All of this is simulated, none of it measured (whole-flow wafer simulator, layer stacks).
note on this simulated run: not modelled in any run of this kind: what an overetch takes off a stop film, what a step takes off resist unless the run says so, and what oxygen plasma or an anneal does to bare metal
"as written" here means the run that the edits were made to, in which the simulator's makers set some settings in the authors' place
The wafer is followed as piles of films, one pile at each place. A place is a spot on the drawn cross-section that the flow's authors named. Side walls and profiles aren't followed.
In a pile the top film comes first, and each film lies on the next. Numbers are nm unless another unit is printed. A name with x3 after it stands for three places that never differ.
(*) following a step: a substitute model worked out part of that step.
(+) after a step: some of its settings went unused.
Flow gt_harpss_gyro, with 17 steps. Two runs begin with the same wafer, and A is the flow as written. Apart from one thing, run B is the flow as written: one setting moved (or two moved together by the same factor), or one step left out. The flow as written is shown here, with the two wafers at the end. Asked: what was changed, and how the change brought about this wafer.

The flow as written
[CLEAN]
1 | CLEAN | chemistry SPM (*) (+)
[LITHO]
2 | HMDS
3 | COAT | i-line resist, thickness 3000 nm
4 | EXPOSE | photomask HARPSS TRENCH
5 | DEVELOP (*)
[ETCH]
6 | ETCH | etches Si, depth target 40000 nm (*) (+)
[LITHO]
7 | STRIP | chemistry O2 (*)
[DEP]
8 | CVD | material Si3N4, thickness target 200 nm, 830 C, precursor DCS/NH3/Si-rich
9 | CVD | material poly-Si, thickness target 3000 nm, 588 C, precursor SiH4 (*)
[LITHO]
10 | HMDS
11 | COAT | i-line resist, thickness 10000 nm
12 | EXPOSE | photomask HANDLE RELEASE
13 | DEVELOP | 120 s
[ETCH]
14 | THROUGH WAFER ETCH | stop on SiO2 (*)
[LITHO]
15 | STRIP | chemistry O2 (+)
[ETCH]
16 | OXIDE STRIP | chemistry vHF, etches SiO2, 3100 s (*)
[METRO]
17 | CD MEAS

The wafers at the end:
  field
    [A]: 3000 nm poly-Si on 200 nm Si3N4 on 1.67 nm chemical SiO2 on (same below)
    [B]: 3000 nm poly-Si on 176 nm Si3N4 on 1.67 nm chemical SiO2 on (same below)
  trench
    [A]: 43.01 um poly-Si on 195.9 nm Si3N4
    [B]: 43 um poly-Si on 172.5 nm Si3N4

What caused this: step 8, CVD: thickness target 176 nm was run, whereas the flow has thickness target 200 nm.
One can read it off the wafer: field has Si3N4 176, and step 8 as written asks for 200 nm.

The path from the change to this, step by step:
  8 | CVD | material Si3N4, thickness target 200 nm, 830 C, precursor DCS/NH3/Si-rich
      field: A Si3N4 gains 200 (new film) | B Si3N4 gains 176 (new film)
      trench: A Si3N4 gains 195.9 (new film) | B Si3N4 gains 172.5 (new film)
  9 | CVD | material poly-Si, thickness target 3000 nm, 588 C, precursor SiH4 (*)
      trench: A poly-Si gains 43.01 um (new film) | B poly-Si gains 43 um (new film)
